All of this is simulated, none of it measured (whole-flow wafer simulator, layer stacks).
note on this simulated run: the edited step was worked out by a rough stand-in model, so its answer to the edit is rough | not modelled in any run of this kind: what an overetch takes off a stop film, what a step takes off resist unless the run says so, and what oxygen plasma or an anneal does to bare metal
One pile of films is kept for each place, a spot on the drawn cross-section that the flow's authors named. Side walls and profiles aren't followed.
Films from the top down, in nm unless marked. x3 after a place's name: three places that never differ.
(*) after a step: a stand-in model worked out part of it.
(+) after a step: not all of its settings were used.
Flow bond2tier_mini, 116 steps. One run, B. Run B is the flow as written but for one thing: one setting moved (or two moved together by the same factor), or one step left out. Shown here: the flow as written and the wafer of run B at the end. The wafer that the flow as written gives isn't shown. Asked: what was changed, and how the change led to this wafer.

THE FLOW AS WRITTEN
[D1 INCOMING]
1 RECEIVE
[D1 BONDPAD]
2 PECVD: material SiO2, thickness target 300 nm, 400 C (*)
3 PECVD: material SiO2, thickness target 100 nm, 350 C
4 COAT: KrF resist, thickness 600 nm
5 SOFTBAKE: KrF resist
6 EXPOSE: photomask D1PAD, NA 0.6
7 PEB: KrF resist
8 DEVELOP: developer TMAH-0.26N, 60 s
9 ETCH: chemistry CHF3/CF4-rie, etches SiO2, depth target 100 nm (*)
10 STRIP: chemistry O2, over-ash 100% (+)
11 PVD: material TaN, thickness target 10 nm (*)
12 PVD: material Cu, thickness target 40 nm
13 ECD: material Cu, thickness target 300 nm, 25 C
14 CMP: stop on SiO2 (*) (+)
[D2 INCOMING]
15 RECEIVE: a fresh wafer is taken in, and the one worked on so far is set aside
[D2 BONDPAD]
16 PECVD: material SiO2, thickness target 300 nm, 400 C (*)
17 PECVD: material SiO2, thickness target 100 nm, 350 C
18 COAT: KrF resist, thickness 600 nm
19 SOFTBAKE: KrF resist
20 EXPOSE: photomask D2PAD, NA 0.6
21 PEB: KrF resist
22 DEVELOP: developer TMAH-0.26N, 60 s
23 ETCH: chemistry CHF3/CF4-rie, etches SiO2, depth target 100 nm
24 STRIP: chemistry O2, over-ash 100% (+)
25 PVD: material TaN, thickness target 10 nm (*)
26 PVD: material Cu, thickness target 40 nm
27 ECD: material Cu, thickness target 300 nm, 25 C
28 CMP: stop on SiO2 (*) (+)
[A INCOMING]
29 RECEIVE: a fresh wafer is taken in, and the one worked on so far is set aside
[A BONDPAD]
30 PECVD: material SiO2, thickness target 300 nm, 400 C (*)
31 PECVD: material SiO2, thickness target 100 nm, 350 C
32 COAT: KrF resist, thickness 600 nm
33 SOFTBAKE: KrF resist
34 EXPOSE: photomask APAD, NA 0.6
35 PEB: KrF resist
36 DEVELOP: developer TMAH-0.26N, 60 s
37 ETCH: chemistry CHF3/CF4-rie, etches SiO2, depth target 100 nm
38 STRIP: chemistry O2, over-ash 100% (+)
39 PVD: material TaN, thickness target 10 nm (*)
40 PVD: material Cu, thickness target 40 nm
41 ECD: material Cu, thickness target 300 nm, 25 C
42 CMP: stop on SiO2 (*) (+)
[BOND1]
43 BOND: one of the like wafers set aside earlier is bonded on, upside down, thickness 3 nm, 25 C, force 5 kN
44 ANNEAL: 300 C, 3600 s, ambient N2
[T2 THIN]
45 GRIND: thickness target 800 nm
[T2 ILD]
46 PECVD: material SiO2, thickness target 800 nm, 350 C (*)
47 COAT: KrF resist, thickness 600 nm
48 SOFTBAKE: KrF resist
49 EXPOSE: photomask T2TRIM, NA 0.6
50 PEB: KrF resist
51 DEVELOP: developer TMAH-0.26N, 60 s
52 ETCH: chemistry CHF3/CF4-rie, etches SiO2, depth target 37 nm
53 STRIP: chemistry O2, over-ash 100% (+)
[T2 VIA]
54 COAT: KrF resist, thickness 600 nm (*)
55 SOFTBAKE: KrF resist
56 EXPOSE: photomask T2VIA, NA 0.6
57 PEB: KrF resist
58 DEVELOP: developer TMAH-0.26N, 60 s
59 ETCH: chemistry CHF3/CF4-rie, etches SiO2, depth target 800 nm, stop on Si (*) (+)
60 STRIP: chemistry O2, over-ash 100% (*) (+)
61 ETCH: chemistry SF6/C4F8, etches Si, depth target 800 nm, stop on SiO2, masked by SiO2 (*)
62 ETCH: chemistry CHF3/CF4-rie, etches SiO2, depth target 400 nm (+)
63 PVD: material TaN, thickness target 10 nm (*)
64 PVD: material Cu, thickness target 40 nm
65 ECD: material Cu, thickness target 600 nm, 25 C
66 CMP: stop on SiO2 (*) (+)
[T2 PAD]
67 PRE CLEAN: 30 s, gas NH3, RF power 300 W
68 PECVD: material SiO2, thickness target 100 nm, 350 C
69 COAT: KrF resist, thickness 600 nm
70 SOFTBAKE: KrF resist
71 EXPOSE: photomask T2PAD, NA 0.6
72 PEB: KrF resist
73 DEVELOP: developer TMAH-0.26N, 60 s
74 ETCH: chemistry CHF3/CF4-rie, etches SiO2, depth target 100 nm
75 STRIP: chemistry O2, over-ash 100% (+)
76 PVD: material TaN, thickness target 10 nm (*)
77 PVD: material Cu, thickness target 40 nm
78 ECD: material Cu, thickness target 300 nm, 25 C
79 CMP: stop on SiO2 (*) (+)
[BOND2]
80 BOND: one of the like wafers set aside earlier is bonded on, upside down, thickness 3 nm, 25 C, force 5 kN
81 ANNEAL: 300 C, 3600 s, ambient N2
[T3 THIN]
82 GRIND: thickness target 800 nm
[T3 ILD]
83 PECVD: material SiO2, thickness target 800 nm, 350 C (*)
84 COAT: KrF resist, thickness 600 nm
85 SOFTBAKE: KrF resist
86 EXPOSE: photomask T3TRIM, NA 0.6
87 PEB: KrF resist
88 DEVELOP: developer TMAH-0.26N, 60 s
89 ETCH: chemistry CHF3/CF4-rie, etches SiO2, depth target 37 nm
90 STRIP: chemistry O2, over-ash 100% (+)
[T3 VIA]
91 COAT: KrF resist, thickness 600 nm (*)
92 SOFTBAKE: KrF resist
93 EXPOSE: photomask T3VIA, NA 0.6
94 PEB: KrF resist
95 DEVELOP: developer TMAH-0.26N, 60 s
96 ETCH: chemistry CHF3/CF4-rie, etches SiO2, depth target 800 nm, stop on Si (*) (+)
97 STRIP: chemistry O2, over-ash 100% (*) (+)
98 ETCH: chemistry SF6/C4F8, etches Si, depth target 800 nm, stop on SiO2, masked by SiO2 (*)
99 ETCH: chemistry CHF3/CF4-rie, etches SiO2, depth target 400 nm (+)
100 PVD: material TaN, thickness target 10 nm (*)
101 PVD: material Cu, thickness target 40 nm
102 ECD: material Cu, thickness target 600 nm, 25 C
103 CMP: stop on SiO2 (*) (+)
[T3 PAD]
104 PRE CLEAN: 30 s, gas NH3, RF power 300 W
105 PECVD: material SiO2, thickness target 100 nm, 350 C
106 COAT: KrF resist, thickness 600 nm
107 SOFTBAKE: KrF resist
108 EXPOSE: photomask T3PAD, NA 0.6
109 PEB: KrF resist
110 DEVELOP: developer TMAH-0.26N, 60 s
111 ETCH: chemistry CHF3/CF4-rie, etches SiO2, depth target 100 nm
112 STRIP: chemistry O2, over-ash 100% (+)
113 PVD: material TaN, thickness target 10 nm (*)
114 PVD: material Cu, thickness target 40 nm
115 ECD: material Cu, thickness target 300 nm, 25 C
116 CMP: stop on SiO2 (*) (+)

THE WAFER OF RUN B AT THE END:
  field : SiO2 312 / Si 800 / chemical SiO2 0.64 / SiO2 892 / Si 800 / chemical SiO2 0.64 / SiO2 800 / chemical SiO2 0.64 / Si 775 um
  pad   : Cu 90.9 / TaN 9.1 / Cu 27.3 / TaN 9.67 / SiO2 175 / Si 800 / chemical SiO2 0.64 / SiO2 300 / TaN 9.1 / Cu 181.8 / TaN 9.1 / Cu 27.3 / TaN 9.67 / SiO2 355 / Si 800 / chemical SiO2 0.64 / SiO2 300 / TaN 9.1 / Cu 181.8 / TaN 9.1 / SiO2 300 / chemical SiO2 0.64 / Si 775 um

The cause: step 83, PECVD: thickness target 620 nm was run, where the flow has thickness target 800 nm.

How the change led to this, step by step:
  83 PECVD: material SiO2, thickness target 800 nm, 350 C (*)
      field, pad: SiO2 +620 (new film) (as written it would be: SiO2 +800 (new film))
